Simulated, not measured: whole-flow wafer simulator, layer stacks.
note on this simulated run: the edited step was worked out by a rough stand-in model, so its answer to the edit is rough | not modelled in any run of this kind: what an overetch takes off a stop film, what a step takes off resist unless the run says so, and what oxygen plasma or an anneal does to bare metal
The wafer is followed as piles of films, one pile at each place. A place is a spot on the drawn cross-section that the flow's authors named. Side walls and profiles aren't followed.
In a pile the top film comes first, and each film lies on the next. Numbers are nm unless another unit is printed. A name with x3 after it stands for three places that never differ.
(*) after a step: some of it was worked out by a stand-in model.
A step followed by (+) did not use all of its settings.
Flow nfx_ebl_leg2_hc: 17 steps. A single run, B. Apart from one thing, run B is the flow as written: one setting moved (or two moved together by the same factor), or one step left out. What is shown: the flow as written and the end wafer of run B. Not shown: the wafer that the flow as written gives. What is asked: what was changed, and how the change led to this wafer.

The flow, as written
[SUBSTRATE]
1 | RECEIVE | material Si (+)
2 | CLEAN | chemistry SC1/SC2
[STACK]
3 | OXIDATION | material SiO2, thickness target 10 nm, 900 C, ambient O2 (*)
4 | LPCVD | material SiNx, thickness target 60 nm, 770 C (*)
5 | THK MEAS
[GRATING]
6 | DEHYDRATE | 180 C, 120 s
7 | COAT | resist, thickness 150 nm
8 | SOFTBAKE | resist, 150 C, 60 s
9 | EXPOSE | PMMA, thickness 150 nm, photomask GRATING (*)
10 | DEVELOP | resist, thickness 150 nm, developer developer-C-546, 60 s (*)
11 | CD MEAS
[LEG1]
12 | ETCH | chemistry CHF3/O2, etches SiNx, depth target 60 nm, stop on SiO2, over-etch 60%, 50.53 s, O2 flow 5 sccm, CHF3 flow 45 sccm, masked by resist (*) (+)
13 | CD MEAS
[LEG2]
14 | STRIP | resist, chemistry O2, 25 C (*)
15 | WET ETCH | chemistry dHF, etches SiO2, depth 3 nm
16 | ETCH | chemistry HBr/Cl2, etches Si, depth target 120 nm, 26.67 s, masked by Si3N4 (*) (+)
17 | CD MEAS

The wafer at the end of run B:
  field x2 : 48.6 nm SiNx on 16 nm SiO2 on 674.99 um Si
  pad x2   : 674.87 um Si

The reason: step 3, OXIDATION: thickness target 16 nm was run, whereas the flow has thickness target 10 nm.
One can read it off the wafer: field x2 has SiO2 16, and step 3 as written asks for 10 nm.

How this came from the change, step by step:
  3 | OXIDATION | material SiO2, thickness target 10 nm, 900 C, ambient O2 (*)
      field x2, pad x2: SiO2 gains 16 (new film), chemical SiO2 loses 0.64 (all of it), Si loses 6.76 (as written it would have been: SiO2 gains 10 (new film), chemical SiO2 loses 0.64 (all of it), Si loses 4.12)
  12 | ETCH | chemistry CHF3/O2, etches SiNx, depth target 60 nm, stop on SiO2, over-etch 60%, 50.53 s, O2 flow 5 sccm, CHF3 flow 45 sccm, masked by resist (*) (+)
      pad x2: SiNx loses 60 (all of it), SiO2 loses 16 (all of it) (as written it would have been: SiNx loses 60 (all of it), SiO2 loses 10 (all of it))
